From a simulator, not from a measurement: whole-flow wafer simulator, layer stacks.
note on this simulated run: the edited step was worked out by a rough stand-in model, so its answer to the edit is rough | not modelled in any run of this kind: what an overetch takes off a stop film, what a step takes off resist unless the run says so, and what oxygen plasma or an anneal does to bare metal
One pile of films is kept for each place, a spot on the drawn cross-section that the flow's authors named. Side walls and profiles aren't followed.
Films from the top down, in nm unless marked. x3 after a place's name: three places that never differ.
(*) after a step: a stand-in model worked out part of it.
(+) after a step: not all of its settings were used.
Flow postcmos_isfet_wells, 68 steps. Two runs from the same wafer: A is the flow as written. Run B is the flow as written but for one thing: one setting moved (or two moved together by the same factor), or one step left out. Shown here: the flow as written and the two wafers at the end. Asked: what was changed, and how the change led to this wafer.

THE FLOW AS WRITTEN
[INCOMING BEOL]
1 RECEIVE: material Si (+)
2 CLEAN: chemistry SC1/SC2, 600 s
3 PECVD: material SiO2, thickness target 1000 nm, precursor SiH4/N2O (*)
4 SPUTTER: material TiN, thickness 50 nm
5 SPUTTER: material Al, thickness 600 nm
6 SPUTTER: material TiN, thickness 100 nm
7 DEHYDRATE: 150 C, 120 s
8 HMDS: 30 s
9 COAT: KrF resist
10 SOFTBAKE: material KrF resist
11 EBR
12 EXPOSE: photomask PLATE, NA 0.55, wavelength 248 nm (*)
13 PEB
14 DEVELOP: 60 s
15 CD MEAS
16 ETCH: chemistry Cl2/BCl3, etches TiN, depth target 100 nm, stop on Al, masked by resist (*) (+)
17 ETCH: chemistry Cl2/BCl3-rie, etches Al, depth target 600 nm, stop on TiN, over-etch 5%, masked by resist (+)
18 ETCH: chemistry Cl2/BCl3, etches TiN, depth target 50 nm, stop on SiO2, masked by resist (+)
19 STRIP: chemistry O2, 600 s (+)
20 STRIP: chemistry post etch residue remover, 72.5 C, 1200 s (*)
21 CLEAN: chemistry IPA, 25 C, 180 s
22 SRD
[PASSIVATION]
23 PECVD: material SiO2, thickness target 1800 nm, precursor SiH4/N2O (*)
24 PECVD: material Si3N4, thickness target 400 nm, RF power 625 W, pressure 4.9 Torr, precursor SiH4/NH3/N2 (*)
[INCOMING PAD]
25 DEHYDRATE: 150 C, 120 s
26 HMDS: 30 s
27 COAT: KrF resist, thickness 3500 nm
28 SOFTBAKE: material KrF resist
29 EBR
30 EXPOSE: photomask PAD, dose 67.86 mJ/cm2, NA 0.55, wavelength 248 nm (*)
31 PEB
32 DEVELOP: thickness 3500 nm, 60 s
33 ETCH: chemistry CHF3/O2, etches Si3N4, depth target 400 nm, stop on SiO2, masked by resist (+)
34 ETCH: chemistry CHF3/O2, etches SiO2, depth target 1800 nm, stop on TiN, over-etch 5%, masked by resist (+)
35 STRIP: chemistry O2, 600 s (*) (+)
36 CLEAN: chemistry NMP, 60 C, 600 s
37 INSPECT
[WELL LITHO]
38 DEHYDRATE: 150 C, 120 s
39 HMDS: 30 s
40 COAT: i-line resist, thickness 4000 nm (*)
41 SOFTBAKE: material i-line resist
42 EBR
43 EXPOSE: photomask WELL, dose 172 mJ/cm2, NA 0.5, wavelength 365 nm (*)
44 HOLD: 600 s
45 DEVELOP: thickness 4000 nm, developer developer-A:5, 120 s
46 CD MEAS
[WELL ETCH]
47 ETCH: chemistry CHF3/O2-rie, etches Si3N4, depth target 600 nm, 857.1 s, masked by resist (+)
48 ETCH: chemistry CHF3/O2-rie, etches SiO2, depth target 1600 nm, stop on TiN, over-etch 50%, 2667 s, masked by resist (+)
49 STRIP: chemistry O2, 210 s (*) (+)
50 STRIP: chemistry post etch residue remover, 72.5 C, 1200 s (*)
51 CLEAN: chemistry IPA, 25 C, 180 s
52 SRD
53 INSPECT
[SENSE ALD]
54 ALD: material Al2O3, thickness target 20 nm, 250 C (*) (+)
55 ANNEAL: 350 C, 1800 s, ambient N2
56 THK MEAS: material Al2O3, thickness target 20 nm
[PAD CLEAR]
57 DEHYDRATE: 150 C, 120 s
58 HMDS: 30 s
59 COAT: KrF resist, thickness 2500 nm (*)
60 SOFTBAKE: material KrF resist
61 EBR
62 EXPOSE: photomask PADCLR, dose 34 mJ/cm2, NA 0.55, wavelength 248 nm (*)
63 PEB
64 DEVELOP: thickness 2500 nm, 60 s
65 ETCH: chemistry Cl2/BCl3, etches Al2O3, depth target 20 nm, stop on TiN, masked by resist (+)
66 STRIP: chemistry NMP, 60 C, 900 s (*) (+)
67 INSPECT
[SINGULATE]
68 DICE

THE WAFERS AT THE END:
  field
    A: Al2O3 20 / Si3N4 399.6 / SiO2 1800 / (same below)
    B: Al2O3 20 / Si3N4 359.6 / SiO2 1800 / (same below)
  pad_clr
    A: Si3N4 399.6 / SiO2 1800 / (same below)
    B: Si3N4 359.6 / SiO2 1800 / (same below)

The cause: step 24, PECVD: thickness target 360 nm was run, where the flow has thickness target 400 nm.

How the change led to this, step by step:
  24 PECVD: material Si3N4, thickness target 400 nm, RF power 625 W, pressure 4.9 Torr, precursor SiH4/NH3/N2 (*)
      field, margin, well900, well1300 x3, pad_rim, pad_clr, pad_open: A Si3N4 +400 (new film) | B Si3N4 +360 (new film)
  33 ETCH: chemistry CHF3/O2, etches Si3N4, depth target 400 nm, stop on SiO2, masked by resist (+)
      pad_open: A Si3N4 -400 (all of it) | B Si3N4 -360 (all of it)
  41 SOFTBAKE: material i-line resist
      pad_clr: A i-line resist -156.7 | B i-line resist -152.7
  47 ETCH: chemistry CHF3/O2-rie, etches Si3N4, depth target 600 nm, 857.1 s, masked by resist (+)
      well900, well1300 x3: A Si3N4 -400 (all of it), SiO2 -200 | B Si3N4 -360 (all of it), SiO2 -240
  48 ETCH: chemistry CHF3/O2-rie, etches SiO2, depth target 1600 nm, stop on TiN, over-etch 50%, 2667 s, masked by resist (+)
      well900, well1300 x3: A SiO2 -1600 (all of it) | B SiO2 -1560 (all of it)
